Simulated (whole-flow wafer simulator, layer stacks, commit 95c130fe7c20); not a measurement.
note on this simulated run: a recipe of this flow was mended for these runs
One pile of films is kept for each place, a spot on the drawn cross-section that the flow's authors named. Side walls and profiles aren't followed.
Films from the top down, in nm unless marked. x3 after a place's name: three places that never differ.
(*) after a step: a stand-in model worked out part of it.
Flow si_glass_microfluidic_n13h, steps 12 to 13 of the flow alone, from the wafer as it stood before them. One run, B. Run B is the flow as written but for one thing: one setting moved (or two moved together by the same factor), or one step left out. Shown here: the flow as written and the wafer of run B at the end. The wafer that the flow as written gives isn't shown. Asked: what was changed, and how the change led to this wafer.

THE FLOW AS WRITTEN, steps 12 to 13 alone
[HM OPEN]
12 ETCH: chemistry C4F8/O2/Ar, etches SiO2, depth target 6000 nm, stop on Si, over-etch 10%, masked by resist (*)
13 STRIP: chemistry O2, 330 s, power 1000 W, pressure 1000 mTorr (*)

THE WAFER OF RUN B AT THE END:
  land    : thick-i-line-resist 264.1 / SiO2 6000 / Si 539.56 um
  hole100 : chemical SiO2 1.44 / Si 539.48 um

The cause: step 13, STRIP: 198 s was run, where the flow has 330 s.

How the change led to this, step by step:
  13 STRIP: chemistry O2, 330 s, power 1000 W, pressure 1000 mTorr (*)
      land: thick-i-line-resist -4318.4 (as written it would be: thick-i-line-resist -4582.5 (all of it))
